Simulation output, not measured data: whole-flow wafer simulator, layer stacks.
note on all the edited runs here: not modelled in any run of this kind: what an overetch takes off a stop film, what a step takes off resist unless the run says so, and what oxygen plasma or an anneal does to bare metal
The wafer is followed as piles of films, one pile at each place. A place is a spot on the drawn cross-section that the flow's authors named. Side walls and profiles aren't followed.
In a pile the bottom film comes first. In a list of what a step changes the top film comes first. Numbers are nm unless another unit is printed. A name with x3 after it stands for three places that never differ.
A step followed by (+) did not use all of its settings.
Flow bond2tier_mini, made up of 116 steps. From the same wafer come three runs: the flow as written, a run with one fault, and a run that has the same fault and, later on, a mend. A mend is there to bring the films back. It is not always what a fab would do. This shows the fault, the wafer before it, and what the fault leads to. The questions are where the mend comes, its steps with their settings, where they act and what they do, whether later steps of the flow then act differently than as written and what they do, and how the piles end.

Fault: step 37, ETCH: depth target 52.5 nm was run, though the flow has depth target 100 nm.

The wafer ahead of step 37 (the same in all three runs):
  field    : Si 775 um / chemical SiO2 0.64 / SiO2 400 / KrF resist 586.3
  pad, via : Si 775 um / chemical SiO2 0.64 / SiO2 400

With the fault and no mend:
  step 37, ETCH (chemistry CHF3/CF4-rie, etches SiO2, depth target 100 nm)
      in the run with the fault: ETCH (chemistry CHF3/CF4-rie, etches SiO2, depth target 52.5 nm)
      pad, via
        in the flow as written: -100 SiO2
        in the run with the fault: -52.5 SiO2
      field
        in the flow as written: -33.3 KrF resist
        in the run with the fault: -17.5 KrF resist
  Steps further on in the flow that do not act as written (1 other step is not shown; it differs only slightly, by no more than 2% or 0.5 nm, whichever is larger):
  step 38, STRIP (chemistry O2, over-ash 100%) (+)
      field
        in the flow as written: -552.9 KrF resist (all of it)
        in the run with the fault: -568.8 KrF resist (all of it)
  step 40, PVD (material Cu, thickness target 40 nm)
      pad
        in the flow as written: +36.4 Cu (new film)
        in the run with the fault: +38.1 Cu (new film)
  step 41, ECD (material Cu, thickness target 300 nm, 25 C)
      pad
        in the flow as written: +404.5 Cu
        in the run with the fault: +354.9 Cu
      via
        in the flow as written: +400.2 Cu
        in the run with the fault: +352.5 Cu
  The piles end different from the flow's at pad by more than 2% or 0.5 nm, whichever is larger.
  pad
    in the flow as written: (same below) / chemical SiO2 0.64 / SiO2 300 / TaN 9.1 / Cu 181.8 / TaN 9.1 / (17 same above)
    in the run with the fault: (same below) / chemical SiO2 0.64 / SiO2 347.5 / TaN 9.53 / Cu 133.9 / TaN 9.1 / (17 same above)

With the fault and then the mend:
  The mend stands after step 37.
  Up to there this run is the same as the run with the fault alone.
  step 37a, ETCH (chemistry CHF3/CF4-rie, etches SiO2, depth target 47.5 nm) (the flow's step 37 again, with other settings)
      pad, via
        -47.5 SiO2
      field
        -15.8 KrF resist
  Every later step of the flow that is run acts as written at every place that is followed.
  At every place that both follow, the piles at the end match the flow's.
